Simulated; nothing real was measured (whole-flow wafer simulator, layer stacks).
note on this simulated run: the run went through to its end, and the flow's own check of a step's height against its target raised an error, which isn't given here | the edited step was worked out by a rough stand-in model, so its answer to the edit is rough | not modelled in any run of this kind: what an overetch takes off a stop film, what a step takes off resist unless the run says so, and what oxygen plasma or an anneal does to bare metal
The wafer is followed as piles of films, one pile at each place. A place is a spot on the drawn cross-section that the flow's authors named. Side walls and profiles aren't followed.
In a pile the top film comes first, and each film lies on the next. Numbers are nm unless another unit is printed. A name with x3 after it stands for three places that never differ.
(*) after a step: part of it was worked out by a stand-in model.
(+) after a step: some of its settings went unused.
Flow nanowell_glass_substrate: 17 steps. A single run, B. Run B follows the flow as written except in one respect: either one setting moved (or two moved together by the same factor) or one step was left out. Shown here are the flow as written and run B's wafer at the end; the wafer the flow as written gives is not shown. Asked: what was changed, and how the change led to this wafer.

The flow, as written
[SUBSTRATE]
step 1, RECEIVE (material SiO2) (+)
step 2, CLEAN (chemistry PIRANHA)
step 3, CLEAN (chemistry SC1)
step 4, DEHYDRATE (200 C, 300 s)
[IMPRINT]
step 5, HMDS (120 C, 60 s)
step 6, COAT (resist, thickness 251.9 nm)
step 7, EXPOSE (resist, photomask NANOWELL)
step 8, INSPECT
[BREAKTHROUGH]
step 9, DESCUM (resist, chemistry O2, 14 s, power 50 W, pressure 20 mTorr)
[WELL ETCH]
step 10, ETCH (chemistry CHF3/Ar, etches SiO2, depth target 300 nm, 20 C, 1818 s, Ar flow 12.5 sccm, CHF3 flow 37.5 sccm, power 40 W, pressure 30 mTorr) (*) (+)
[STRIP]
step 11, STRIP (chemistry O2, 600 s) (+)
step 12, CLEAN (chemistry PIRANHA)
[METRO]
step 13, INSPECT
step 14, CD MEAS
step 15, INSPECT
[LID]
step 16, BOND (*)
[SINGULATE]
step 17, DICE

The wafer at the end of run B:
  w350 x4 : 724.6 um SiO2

What caused this: step 10, ETCH: depth target 405 nm was run, though the flow has depth target 300 nm; step 10, ETCH: 2454 s was run, where the flow has 1818 s.

Step by step, how the change led to this:
  step 10, ETCH (chemistry CHF3/Ar, etches SiO2, depth target 300 nm, 20 C, 1818 s, Ar flow 12.5 sccm, CHF3 flow 37.5 sccm, power 40 W, pressure 30 mTorr) (*) (+)
      w350 x4: -405 SiO2 (as written it would have been: -300 SiO2)
      land: -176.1 resist (as written it would have been: -130.4 resist)
  step 11, STRIP (chemistry O2, 600 s) (+)
      land: -80.3 resist (all of it) (as written it would have been: -125.9 resist (all of it))
